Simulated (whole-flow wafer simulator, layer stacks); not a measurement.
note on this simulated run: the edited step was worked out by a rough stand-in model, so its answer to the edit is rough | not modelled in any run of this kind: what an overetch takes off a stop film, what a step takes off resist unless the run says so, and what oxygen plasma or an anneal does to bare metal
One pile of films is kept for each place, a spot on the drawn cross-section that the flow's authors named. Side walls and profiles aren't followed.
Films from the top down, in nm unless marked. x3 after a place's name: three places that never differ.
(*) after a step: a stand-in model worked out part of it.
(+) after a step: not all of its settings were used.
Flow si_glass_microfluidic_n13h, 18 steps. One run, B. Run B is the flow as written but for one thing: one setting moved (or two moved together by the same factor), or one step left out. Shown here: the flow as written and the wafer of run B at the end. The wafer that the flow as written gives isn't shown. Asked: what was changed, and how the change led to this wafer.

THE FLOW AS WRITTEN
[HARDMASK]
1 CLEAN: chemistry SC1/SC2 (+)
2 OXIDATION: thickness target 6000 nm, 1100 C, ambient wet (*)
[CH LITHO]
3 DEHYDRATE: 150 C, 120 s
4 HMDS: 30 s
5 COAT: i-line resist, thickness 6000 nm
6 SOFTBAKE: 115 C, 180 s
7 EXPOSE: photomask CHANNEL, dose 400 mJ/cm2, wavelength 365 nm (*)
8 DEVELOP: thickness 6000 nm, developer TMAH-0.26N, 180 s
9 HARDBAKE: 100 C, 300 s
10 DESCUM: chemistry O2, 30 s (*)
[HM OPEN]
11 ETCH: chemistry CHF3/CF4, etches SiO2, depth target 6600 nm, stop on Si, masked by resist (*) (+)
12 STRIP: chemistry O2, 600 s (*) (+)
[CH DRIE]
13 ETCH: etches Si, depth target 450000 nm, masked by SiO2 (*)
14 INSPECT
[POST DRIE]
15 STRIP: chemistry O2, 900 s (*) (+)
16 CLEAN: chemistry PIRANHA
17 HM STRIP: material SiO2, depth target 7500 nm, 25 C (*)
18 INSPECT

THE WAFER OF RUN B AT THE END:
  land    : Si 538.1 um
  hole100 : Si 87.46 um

The cause: step 2, OXIDATION: 990 C was run, where the flow has 1100 C.

How the change led to this, step by step:
  2 OXIDATION: thickness target 6000 nm, 1100 C, ambient wet (*)
      land, hole100: SiO2 +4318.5 (new film), chemical SiO2 -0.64 (all of it), Si -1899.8 (as written it would be: SiO2 +6000 (new film), chemical SiO2 -0.64 (all of it), Si -2639.7)
  11 ETCH: chemistry CHF3/CF4, etches SiO2, depth target 6600 nm, stop on Si, masked by resist (*) (+)
      hole100: SiO2 -4318.5 (all of it) (as written it would be: SiO2 -6000 (all of it))
  12 STRIP: chemistry O2, 600 s (*) (+)
      land: i-line resist -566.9 (all of it) (as written it would be: i-line resist -465 (all of it))
  17 HM STRIP: material SiO2, depth target 7500 nm, 25 C (*)
      land: SiO2 -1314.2 (all of it) (as written it would be: SiO2 -2995.7 (all of it))
